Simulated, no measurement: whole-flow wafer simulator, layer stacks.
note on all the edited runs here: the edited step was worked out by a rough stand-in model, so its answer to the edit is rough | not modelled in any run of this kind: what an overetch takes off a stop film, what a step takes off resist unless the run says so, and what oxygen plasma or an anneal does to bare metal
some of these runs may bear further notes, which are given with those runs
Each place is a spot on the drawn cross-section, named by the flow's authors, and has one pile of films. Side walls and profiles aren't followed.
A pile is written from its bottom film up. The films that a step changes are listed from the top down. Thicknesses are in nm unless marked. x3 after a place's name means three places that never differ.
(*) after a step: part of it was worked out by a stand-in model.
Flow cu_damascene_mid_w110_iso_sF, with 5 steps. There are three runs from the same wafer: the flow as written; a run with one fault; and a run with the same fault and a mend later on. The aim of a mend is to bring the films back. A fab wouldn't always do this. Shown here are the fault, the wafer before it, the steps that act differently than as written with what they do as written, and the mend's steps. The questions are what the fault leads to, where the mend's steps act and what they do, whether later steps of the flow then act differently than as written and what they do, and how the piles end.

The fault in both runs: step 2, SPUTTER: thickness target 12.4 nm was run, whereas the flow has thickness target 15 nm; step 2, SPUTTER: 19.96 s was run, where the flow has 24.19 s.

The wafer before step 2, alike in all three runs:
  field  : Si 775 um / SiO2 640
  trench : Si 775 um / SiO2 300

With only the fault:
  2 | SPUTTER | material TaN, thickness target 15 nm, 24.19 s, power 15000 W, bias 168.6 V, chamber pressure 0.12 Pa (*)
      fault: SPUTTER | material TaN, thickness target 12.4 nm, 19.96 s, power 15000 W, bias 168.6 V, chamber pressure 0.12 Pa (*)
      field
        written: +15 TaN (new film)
        fault: +12.4 TaN (new film)
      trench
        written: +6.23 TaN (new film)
        fault: +5.15 TaN (new film)
  Later steps of the flow that are run all act as written at every place that is followed, up to a difference of at most 2% or 0.5 nm, whichever is larger.
  At field, trench, the piles at the end differ from the flow's by more than 2% or 0.5 nm, whichever is larger.
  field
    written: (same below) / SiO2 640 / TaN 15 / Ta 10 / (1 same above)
    fault: (same below) / SiO2 640 / TaN 12.4 / Ta 10 / (1 same above)
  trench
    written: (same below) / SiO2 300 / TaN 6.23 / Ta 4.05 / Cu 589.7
    fault: (same below) / SiO2 300 / TaN 5.15 / Ta 4.08 / Cu 588.2

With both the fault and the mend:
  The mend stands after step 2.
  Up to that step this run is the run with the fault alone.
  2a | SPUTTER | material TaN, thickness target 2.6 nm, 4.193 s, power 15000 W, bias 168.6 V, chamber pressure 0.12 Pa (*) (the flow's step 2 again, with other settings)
      field
        +2.6 TaN
      trench
        +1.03 TaN
  Later steps of the flow that are run all act as written at every place that is followed, up to a difference of at most 2% or 0.5 nm, whichever is larger.
  The piles end only slightly different from the flow's at the places that both follow, by no more than 2% or 0.5 nm, whichever is larger.
